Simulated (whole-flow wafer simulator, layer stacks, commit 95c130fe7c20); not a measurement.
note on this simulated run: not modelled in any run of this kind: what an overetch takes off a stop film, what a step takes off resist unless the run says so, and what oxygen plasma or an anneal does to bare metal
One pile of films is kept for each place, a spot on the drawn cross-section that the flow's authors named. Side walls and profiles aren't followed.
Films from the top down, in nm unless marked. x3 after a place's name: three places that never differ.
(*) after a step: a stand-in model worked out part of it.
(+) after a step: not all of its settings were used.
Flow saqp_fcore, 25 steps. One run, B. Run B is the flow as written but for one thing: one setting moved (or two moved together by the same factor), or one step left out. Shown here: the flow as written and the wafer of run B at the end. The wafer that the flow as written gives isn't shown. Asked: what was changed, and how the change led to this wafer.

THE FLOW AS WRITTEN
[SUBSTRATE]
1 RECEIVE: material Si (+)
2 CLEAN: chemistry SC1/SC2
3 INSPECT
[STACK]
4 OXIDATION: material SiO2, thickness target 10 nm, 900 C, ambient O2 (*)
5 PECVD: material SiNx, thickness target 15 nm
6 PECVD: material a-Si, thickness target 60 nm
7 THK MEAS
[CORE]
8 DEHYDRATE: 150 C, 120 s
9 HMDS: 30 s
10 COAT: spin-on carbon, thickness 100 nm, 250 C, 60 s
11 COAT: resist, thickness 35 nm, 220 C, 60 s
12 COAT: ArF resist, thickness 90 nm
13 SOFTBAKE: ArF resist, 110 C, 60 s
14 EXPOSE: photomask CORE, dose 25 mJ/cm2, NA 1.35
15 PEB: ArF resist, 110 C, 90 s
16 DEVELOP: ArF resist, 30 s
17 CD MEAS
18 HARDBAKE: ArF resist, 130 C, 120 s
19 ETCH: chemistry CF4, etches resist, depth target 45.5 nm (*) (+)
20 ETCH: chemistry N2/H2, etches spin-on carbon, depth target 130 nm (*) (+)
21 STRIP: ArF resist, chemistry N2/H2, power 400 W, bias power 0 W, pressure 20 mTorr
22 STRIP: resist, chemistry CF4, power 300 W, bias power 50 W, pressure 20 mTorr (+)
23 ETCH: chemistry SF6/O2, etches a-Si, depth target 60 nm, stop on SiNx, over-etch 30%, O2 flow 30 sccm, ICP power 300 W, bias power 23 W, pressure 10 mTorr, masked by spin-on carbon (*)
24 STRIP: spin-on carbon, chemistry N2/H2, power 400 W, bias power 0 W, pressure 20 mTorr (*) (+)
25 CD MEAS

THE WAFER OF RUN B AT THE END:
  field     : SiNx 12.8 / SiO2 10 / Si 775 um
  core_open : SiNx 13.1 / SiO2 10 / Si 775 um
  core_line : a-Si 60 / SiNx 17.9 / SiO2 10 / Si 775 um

The cause: step 5, PECVD: thickness target 17.9 nm was run, where the flow has thickness target 15 nm.
It can be read off the wafer: core_line has SiNx 17.9, and step 5 as written asks for 15 nm.

How the change led to this, step by step:
  5 PECVD: material SiNx, thickness target 15 nm
      field, core_open, core_line: SiNx +17.9 (new film) (as written it would be: SiNx +15 (new film))
